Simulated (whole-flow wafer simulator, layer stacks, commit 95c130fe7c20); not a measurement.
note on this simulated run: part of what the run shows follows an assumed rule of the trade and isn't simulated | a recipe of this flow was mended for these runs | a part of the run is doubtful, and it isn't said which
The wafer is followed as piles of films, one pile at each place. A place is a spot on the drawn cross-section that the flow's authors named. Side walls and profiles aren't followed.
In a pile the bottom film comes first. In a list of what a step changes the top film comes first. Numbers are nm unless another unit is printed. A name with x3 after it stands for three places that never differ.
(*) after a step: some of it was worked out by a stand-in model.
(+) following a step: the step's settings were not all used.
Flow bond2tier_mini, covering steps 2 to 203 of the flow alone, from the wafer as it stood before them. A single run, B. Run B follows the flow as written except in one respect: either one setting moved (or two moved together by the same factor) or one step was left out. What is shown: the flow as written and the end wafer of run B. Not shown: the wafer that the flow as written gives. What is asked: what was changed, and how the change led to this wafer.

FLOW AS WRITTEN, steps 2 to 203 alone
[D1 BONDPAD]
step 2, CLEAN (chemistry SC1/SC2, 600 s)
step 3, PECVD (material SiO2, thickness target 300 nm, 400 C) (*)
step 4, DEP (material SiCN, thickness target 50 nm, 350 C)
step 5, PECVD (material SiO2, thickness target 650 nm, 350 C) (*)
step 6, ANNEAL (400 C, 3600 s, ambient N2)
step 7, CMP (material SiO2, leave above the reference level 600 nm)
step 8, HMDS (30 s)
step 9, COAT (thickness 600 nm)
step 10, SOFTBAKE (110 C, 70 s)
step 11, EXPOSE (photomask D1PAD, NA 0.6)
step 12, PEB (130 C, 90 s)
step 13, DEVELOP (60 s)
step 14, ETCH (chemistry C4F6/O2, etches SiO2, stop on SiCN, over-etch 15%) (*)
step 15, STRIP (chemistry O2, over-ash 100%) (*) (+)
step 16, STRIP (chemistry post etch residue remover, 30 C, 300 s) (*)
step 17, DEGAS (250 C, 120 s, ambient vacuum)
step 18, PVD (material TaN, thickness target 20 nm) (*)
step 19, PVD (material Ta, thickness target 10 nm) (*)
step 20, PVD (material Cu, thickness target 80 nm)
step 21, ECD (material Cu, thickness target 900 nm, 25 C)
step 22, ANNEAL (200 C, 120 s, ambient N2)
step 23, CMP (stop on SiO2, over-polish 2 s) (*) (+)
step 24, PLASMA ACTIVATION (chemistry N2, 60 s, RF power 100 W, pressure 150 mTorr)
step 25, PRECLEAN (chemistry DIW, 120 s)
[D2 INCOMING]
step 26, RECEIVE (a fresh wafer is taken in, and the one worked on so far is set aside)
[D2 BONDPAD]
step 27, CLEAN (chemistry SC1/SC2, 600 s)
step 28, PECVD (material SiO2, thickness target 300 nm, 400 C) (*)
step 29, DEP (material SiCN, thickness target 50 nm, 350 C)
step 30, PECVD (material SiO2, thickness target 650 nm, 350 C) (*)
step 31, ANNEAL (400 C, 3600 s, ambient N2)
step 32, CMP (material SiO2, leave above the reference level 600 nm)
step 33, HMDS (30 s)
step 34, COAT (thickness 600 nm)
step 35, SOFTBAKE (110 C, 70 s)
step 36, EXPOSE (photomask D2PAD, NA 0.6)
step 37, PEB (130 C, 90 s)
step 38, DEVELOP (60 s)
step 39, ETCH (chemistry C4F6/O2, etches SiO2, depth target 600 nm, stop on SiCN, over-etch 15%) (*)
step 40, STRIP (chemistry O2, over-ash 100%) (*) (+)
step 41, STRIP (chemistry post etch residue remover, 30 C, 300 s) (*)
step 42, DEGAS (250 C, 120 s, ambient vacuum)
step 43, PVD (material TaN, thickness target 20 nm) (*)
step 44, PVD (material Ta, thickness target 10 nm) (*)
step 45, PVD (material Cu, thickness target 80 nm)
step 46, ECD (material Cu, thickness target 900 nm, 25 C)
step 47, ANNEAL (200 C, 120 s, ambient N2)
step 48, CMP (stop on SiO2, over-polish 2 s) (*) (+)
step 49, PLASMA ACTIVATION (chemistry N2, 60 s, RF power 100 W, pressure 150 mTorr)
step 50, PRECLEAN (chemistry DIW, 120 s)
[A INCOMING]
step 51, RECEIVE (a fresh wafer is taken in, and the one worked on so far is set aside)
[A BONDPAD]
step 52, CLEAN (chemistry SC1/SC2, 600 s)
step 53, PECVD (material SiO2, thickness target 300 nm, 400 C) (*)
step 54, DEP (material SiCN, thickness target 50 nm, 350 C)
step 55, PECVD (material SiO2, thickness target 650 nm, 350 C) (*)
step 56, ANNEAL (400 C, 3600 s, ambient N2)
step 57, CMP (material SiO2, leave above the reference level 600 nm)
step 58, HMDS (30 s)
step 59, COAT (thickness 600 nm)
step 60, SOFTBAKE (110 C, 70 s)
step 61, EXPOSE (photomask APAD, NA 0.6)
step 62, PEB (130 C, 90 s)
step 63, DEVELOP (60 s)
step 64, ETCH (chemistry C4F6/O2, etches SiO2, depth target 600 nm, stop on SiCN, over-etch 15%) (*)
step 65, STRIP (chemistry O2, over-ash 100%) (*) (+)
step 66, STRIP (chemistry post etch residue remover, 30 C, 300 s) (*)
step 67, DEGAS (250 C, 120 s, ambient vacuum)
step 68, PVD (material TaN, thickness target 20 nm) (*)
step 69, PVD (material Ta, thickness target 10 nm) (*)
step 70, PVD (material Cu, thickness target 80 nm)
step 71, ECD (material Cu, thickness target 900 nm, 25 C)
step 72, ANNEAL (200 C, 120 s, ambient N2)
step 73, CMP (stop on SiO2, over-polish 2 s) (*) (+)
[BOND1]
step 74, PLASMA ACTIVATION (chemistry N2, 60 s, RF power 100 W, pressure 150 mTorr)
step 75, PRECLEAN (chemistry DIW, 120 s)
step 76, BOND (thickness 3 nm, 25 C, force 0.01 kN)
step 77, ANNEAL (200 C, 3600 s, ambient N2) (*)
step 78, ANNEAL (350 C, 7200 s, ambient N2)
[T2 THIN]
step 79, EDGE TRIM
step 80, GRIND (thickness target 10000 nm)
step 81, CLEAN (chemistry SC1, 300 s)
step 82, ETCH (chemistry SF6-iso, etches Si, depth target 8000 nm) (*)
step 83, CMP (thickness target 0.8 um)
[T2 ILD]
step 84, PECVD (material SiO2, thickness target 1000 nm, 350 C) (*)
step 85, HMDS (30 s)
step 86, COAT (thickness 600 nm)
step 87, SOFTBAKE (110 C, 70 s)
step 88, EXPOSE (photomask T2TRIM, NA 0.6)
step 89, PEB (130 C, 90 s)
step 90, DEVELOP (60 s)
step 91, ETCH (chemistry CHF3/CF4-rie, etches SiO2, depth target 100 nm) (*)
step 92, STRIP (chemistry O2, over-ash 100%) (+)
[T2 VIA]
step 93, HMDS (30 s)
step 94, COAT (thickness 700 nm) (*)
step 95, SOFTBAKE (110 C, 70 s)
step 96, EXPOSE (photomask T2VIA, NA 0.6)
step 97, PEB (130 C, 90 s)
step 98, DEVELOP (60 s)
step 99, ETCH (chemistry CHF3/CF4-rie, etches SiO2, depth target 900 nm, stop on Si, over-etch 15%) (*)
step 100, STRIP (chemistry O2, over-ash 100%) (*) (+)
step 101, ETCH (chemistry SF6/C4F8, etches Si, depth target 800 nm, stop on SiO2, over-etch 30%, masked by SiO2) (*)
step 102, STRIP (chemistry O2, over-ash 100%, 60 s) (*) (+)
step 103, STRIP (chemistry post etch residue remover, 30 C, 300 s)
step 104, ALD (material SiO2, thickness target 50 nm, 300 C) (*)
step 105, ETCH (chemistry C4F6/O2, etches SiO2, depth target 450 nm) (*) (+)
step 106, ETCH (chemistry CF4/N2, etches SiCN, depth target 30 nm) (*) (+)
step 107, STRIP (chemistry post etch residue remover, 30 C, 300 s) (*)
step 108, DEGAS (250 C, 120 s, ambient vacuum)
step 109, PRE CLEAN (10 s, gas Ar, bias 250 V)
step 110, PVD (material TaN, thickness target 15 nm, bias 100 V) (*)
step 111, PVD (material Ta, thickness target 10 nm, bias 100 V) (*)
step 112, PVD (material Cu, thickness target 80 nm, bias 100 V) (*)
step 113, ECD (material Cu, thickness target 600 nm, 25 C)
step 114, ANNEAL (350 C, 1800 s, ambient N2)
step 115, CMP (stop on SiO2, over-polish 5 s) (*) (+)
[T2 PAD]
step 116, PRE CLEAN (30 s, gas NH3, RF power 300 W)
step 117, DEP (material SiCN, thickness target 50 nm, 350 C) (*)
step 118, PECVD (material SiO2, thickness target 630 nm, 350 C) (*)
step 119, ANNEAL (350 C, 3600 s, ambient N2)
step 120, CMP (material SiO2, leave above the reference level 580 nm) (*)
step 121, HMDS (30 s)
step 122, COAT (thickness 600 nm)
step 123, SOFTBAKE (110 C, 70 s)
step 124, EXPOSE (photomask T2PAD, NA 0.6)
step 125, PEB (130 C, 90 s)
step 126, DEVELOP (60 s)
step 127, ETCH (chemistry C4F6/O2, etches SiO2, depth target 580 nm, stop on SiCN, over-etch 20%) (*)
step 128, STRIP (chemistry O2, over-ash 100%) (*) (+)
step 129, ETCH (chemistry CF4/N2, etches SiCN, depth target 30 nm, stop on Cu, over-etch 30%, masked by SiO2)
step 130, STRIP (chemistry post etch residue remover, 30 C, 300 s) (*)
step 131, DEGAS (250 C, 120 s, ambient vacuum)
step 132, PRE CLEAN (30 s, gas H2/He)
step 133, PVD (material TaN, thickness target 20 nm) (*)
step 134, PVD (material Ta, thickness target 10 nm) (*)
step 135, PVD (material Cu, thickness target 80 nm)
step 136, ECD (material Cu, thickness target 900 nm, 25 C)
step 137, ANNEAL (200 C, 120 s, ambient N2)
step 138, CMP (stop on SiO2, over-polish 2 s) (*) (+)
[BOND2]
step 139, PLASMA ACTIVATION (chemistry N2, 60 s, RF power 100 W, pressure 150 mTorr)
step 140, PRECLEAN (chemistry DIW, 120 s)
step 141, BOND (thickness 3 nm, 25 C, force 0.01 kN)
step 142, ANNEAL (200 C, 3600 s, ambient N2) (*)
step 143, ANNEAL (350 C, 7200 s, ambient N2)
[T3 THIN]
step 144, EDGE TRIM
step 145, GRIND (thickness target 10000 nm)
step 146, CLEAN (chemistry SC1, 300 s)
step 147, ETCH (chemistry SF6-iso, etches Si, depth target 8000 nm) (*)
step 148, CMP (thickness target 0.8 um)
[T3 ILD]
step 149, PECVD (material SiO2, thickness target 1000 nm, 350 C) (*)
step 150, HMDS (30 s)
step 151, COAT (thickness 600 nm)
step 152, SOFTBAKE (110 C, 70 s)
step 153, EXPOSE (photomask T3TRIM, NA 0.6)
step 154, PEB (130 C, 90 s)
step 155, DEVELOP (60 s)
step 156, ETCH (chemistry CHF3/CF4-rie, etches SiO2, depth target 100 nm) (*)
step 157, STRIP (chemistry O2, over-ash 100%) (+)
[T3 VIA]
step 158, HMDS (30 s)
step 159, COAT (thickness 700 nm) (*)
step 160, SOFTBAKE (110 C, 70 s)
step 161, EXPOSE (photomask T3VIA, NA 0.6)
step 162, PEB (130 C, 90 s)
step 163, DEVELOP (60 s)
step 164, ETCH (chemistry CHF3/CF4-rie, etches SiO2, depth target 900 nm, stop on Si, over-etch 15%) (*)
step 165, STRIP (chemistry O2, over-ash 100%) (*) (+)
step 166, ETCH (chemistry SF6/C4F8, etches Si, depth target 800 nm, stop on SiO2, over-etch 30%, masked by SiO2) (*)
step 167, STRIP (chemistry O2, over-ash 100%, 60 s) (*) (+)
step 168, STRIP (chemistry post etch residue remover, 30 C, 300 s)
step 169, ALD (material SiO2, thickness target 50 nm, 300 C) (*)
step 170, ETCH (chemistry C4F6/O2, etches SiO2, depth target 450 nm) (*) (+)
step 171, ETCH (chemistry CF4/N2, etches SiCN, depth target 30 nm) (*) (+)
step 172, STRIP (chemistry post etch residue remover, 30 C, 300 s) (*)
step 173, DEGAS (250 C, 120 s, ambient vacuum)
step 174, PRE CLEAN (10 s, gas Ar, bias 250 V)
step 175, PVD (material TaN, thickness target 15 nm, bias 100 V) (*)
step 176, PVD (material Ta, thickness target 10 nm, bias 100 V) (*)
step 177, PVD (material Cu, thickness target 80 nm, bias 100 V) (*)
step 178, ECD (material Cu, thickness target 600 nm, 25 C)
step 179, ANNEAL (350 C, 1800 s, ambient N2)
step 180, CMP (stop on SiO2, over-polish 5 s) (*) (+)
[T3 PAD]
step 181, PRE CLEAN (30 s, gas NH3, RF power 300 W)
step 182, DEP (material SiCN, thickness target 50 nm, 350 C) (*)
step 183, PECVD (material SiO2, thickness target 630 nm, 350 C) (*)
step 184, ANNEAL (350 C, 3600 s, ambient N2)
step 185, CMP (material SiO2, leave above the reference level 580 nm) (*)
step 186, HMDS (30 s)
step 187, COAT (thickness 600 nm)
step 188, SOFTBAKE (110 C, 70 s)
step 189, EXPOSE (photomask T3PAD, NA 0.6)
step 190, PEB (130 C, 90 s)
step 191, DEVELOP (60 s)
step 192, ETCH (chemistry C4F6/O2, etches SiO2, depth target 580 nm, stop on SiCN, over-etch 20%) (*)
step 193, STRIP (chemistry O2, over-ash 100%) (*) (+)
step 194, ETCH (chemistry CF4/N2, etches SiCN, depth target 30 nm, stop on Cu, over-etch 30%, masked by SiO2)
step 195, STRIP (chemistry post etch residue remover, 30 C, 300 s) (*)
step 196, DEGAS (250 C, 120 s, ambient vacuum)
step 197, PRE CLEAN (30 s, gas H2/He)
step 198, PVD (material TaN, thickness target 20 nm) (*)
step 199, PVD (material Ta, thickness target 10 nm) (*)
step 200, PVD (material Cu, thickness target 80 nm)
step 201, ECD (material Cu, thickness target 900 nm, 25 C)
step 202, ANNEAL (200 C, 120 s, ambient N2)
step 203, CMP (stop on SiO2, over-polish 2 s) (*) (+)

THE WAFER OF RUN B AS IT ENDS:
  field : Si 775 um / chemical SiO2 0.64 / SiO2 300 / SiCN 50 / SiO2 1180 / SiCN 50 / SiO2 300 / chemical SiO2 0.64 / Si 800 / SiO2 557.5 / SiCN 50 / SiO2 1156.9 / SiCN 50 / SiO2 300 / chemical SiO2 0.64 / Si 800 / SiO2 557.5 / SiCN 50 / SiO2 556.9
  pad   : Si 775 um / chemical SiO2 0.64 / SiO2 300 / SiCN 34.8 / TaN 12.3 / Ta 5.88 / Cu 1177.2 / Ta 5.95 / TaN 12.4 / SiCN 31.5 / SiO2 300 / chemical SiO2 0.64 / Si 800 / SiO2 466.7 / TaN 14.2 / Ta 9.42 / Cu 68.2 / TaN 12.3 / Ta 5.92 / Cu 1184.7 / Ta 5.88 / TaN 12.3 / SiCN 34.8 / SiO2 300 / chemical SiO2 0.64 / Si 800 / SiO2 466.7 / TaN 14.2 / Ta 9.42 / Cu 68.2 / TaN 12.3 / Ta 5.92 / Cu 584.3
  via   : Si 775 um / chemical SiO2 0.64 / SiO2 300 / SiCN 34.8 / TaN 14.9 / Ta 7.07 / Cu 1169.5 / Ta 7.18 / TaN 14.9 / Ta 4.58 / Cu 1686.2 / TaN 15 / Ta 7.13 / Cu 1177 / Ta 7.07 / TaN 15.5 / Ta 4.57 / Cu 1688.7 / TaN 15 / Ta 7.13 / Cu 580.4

The reason: step 5, PECVD: thickness target 580 nm was run, though the flow has thickness target 650 nm.

How this came from the change, step by step:
  step 5, PECVD (material SiO2, thickness target 650 nm, 350 C) (*)
      field, pad, via: SiO2 gains 580 (new film) (it would be, as written: SiO2 gains 650 (new film))
  step 7, CMP (material SiO2, leave above the reference level 600 nm)
      field, pad, via: nothing (it would be, as written: SiO2 loses 50)
  step 14, ETCH (chemistry C4F6/O2, etches SiO2, stop on SiCN, over-etch 15%) (*)
      pad, via: SiO2 loses 580 (all of it), SiCN loses 18.5 (it would be, as written: SiO2 loses 600 (all of it), SiCN loses 15.2)
      field: thick-KrF-resist loses 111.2 (it would be, as written: thick-KrF-resist loses 115)
  step 76, BOND (thickness 3 nm, 25 C, force 0.01 kN)
      field: Si gains 775 um (new film), chemical SiO2 gains 0.64 (new film), SiO2 gains 300 (new film), SiCN gains 50 (new film), SiO2 gains 580 (it would be, as written: Si gains 775 um (new film), chemical SiO2 gains 0.64 (new film), SiO2 gains 300 (new film), SiCN gains 50 (new film), SiO2 gains 600)
      pad: Si gains 775 um (new film), chemical SiO2 gains 0.64 (new film), SiO2 gains 300 (new film), SiCN gains 31.5 (new film), TaN gains 12.4 (new film), Ta gains 5.95 (new film), Cu gains 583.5 (it would be, as written: Si gains 775 um (new film), chemical SiO2 gains 0.64 (new film), SiO2 gains 300 (new film), SiCN gains 34.8 (new film), TaN gains 12.3 (new film), Ta gains 5.88 (new film), Cu gains 600.4)
      (also at 1 further place)
  step 106, ETCH (chemistry CF4/N2, etches SiCN, depth target 30 nm) (*) (+)
      via: SiCN loses 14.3 (all of it), TaN loses 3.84 (it would be, as written: SiCN loses 17.6 (all of it), TaN loses 3.01)
